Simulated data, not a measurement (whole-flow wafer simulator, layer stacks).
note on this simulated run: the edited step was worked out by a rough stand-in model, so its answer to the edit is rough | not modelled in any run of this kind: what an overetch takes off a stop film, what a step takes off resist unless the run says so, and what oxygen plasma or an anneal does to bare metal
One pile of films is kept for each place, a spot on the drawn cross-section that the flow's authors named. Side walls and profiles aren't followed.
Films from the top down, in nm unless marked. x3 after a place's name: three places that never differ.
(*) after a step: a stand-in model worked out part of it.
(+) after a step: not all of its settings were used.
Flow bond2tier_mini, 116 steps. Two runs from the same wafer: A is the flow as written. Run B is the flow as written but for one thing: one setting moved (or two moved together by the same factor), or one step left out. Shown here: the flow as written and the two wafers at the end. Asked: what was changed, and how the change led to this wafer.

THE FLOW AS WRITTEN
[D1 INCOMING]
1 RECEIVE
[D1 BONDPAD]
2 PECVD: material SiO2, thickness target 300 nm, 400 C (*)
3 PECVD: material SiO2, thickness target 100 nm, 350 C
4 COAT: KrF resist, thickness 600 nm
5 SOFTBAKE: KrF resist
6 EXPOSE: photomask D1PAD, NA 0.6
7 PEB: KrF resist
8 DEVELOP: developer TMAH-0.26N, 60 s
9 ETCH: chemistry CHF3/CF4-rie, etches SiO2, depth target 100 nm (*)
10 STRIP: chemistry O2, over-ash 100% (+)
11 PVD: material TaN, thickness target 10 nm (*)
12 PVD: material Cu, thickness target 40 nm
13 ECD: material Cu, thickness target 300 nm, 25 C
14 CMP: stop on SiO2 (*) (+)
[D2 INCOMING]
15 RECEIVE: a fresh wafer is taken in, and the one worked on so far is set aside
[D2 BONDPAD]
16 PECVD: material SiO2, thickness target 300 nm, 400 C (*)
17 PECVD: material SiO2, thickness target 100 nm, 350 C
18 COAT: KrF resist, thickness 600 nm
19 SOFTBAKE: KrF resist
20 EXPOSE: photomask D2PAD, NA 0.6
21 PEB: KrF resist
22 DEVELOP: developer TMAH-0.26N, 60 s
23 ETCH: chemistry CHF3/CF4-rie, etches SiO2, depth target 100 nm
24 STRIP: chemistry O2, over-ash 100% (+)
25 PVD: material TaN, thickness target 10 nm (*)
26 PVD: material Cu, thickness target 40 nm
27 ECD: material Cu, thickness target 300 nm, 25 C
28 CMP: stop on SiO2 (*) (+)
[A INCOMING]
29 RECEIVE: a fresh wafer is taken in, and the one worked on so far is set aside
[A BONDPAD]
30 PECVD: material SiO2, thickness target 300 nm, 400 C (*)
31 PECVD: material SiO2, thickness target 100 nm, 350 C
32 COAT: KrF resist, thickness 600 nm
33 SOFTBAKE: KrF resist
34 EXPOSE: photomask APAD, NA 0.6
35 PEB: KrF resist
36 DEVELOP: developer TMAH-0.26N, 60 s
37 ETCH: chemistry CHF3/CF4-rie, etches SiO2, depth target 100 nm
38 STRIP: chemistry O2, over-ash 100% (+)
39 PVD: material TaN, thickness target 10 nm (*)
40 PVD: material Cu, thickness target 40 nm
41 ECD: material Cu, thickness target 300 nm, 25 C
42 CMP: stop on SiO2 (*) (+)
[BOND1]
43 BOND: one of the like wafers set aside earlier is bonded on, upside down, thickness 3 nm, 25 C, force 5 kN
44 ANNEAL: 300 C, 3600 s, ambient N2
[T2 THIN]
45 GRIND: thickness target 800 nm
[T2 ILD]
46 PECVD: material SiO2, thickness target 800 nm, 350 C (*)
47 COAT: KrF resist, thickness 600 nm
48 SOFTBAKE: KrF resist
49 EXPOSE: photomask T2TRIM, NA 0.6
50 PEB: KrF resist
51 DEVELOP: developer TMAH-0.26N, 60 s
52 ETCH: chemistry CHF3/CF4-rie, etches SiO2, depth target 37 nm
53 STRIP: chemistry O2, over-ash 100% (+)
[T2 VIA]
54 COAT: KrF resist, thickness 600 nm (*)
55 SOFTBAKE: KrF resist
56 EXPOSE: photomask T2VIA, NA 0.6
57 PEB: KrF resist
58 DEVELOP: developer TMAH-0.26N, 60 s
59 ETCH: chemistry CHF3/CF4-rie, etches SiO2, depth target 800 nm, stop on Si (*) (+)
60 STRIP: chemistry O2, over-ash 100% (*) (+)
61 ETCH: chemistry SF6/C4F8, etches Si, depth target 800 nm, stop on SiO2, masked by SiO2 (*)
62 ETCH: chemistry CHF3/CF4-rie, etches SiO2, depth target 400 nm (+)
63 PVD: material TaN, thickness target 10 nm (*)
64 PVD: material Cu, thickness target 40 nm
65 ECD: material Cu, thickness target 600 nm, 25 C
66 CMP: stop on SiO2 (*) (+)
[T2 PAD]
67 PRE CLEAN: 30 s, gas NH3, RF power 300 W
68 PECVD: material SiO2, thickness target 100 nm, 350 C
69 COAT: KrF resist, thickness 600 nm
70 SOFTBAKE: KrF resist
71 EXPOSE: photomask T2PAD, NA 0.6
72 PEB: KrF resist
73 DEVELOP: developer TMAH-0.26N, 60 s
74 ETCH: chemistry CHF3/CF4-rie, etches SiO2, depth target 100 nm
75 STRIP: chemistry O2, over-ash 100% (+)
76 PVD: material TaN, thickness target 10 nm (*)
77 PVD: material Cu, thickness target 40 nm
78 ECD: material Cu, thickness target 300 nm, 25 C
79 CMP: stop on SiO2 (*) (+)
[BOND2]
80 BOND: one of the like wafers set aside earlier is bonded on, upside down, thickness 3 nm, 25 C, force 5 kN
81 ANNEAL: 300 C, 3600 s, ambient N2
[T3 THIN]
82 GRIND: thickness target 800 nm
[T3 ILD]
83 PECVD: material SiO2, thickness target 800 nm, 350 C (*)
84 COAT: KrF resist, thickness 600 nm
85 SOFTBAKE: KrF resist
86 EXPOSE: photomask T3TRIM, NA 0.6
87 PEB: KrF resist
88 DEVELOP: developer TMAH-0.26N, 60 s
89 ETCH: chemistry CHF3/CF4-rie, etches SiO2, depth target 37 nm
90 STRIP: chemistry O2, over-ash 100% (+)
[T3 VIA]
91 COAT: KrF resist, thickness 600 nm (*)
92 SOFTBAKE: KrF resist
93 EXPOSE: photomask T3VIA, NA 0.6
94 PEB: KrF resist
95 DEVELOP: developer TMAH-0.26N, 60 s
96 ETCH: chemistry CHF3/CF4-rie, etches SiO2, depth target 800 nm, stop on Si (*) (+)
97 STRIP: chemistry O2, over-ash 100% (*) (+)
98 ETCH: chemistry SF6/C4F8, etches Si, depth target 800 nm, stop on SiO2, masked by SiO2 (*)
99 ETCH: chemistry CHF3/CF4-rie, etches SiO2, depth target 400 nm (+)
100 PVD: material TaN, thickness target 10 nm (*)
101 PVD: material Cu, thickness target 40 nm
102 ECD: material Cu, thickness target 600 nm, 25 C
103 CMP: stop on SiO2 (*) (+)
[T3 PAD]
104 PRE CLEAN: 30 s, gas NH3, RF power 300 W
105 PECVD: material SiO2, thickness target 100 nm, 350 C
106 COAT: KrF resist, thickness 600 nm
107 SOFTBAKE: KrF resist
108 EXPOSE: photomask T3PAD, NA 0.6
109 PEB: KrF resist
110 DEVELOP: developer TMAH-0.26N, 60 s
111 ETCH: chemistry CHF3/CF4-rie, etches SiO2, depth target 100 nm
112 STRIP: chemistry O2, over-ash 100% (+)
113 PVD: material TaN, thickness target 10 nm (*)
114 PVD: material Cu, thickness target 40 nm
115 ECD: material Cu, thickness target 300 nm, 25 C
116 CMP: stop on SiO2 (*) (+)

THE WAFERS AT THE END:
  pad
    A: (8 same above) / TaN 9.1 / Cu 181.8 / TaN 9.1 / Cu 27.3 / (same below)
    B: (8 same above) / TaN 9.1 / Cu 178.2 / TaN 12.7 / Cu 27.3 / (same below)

The cause: step 76, PVD: thickness target 14 nm was run, where the flow has thickness target 10 nm.

How the change led to this, step by step:
  76 PVD: material TaN, thickness target 10 nm (*)
      field: A TaN +10 (new film) | B TaN +14 (new film)
      pad: A TaN +9.1 (new film) | B TaN +12.7 (new film)
  79 CMP: stop on SiO2 (*) (+)
      field: A Cu -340 (all of it), TaN -10 (all of it) | B Cu -340 (all of it), TaN -14 (all of it)
